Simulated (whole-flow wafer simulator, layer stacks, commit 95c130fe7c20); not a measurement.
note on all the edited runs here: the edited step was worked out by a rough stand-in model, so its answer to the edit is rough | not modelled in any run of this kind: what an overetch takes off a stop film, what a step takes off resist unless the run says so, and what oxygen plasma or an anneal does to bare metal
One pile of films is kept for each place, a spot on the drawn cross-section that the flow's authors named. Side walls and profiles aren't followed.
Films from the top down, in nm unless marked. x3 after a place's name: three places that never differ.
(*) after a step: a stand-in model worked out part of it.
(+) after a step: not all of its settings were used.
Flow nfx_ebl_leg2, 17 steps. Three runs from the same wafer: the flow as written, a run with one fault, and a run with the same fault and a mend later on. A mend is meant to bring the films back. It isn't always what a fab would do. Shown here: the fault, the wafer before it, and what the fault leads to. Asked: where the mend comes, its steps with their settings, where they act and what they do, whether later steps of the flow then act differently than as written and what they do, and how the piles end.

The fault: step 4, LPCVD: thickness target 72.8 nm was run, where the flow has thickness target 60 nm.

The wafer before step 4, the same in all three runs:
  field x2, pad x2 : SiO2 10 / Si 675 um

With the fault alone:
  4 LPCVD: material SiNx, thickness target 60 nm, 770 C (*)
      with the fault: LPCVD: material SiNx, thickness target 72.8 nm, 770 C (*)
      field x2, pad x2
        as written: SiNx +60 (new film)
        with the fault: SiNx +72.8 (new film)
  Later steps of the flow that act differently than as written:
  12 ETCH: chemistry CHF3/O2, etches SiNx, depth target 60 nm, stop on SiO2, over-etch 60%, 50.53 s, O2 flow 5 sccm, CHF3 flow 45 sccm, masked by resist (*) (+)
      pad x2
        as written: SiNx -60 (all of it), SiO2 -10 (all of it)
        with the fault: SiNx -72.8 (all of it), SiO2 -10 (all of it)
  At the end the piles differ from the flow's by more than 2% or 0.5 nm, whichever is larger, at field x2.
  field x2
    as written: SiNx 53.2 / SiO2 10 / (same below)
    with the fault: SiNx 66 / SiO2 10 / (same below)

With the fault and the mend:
  The mend comes after step 5.
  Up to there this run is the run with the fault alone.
  5a ETCH: chemistry h3po4, depth target 83.72 nm
      field x2, pad x2
        SiNx -72.8 (all of it)
  5b CLEAN: chemistry SC1/SC2 (the flow's step 2 once more)
      changes no film at any place that is followed
  5c LPCVD: material SiNx, thickness target 60 nm, 770 C (*) (the flow's step 4 once more)
      field x2, pad x2
        SiNx +60 (new film)
  No later step of the flow acts differently than as written at any place that is followed.
  At the end the piles are the same as the flow's at every place that both follow.
